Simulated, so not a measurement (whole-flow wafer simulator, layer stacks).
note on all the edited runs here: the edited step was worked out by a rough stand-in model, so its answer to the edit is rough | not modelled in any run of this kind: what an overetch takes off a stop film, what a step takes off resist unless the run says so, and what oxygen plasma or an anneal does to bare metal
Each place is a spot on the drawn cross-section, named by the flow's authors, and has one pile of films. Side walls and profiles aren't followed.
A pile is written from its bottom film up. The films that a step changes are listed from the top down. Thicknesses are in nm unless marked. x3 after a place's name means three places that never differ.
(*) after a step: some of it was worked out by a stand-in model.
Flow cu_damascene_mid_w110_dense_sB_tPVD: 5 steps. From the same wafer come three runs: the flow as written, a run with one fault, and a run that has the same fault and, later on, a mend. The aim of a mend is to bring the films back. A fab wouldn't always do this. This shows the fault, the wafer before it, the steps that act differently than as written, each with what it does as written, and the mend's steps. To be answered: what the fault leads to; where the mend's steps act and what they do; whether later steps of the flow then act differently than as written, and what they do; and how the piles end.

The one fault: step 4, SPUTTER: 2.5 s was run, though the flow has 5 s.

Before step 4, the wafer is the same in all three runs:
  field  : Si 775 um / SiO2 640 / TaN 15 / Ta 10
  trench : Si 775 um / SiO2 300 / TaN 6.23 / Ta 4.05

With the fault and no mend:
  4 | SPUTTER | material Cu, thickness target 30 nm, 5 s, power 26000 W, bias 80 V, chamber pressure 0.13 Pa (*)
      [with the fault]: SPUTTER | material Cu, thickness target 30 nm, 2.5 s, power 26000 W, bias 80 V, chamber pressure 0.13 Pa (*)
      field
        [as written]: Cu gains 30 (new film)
        [with the fault]: Cu gains 15 (new film)
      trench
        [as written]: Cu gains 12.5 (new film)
        [with the fault]: Cu gains 6.24 (new film)
  Every later step of the flow that is run acts as written, at every place that is followed, to within 2% or 0.5 nm, whichever is larger.
  By the end, the piles at field, trench depart from the flow's by more than 2% or 0.5 nm, whichever is larger.
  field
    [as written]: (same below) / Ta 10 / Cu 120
    [with the fault]: (same below) / Ta 10 / Cu 105
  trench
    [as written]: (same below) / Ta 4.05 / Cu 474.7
    [with the fault]: (same below) / Ta 4.05 / Cu 459.7

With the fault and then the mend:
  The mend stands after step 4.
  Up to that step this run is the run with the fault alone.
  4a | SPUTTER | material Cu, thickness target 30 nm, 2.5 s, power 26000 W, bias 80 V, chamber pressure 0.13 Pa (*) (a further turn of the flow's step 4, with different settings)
      field
        Cu gains 15
      trench
        Cu gains 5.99
  Every later step of the flow that is run acts as written, at every place that is followed, to within 2% or 0.5 nm, whichever is larger.
  By the end, the piles equal the flow's at every place that both follow.
